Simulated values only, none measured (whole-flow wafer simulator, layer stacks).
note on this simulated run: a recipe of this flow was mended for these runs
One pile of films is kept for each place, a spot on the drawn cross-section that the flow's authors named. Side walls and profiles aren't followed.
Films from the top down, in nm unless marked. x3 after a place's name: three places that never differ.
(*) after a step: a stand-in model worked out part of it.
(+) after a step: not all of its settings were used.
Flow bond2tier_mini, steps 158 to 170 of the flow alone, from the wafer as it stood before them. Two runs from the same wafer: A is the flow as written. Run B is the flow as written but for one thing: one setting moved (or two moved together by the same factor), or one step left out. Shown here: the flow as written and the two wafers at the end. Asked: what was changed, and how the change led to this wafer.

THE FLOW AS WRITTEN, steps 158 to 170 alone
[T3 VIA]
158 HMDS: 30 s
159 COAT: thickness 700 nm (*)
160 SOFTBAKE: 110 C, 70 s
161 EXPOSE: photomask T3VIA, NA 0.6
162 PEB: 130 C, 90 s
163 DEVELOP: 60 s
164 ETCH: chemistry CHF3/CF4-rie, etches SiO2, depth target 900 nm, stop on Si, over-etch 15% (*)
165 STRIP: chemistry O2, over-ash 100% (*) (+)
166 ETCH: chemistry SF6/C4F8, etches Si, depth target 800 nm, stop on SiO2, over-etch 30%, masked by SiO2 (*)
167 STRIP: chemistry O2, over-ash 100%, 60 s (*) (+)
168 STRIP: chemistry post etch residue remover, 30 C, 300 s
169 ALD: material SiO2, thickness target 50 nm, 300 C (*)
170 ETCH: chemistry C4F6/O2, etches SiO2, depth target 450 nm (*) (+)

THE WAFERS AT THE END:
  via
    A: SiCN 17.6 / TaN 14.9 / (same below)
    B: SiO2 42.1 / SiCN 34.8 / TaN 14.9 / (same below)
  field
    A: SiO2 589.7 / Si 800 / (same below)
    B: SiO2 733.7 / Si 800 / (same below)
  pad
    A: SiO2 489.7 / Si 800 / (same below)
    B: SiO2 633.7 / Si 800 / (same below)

The cause: step 169, ALD: thickness target 32 nm was run, where the flow has thickness target 50 nm; step 170, ETCH: depth target 288 nm was run, where the flow has depth target 450 nm.

How the change led to this, step by step:
  169 ALD: material SiO2, thickness target 50 nm, 300 C (*)
      field, pad, via: A SiO2 +50 | B SiO2 +32
  170 ETCH: chemistry C4F6/O2, etches SiO2, depth target 450 nm (*) (+)
      via: A SiO2 -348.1 (all of it), SiCN -17.2 | B SiO2 -288
      field, pad: A SiO2 -450 | B SiO2 -288
